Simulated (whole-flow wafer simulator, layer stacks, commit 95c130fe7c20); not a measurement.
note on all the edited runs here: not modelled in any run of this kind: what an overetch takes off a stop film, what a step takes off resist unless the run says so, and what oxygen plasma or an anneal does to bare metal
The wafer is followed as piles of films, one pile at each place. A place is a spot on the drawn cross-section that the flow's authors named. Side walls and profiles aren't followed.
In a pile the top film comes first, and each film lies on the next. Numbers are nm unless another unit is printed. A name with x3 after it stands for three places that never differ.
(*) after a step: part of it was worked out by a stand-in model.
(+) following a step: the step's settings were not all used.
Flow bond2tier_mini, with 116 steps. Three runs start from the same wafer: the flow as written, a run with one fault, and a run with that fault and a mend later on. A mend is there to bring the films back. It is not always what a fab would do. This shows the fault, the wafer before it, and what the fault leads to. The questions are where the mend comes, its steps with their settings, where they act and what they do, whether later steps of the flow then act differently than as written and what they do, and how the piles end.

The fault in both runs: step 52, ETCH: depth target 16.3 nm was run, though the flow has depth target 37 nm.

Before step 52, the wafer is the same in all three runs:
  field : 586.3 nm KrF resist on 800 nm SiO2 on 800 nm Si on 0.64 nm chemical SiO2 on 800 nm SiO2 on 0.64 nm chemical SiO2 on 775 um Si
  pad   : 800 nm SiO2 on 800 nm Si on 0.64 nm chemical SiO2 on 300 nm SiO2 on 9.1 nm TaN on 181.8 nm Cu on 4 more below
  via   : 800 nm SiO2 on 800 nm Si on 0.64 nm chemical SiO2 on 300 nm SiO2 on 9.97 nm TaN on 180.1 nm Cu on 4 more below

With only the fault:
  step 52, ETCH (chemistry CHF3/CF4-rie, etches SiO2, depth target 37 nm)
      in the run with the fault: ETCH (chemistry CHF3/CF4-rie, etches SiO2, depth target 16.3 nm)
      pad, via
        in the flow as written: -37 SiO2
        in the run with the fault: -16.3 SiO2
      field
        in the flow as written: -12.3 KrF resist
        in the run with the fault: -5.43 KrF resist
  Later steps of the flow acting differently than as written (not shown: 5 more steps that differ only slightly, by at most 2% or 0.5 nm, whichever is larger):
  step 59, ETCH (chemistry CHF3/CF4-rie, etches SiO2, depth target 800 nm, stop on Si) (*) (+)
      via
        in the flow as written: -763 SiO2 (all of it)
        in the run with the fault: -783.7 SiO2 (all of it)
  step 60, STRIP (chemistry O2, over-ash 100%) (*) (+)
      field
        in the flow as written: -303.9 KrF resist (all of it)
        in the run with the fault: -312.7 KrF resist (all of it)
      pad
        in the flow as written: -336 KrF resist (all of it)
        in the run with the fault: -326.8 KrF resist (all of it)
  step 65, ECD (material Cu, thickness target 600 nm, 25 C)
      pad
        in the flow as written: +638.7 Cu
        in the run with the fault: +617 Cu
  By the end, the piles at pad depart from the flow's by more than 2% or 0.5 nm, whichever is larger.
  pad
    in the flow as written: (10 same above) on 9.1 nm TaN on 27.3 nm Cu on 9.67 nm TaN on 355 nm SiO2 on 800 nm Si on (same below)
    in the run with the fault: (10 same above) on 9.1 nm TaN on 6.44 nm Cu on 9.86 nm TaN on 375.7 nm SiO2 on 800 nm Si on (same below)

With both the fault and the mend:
  The mend stands after step 52.
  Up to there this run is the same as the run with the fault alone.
  step 52a, ETCH (chemistry CHF3/CF4-rie, etches SiO2, depth target 20.7 nm) (the flow's step 52, run once more with other settings)
      pad, via
        -20.7 SiO2
      field
        -6.9 KrF resist
  None of the later steps of the flow acts differently than as written at any place that is followed.
  The piles end the same as the flow's at every place that both follow.
